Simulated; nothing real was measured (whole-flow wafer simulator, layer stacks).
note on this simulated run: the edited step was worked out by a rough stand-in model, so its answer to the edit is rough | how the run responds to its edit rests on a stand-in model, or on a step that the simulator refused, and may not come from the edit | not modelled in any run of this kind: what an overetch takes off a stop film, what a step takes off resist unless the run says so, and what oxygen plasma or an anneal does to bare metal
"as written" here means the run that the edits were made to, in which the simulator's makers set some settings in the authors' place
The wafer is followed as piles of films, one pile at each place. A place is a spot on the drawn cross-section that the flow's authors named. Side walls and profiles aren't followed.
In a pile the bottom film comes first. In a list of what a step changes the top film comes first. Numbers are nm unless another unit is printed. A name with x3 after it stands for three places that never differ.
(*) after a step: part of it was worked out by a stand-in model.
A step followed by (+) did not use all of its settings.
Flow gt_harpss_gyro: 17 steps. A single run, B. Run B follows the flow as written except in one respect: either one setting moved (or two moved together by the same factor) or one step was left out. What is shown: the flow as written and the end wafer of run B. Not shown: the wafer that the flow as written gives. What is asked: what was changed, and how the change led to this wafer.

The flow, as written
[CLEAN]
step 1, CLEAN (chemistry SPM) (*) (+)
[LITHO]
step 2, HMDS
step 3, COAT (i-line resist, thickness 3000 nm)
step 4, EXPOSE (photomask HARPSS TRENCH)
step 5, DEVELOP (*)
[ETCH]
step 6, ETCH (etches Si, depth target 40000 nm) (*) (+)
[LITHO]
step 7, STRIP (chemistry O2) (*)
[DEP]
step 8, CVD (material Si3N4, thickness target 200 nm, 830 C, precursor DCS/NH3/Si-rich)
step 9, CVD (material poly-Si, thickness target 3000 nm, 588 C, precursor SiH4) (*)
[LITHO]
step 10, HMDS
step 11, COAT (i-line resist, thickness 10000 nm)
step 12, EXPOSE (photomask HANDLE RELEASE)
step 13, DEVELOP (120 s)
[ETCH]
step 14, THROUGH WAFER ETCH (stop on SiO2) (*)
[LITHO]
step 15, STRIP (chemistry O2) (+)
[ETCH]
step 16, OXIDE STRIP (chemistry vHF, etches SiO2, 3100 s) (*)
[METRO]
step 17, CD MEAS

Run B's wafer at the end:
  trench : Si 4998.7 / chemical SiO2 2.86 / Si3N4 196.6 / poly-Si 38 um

The reason: step 6, ETCH: depth target 35000 nm was run, while the flow as written has depth target 40000 nm.

The path from the change to this, step by step:
  step 6, ETCH (etches Si, depth target 40000 nm) (*) (+)
      trench: -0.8 chemical SiO2 (all of it), -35 um Si (in the flow as written it would be: -0.8 chemical SiO2 (all of it), -40 um Si (all of it))
      field: -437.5 i-line resist (in the flow as written it would be: -500 i-line resist)
  step 7, STRIP (chemistry O2) (*)
      trench: +2.86 chemical SiO2 (new film), -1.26 Si (in the flow as written it would be: nothing)
      field: -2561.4 i-line resist (all of it), +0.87 chemical SiO2, -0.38 Si (in the flow as written it would be: -2498.9 i-line resist (all of it), +0.87 chemical SiO2, -0.38 Si)
  step 9, CVD (material poly-Si, thickness target 3000 nm, 588 C, precursor SiH4) (*)
      trench: +38 um poly-Si (new film) (in the flow as written it would be: +43.01 um poly-Si (new film))
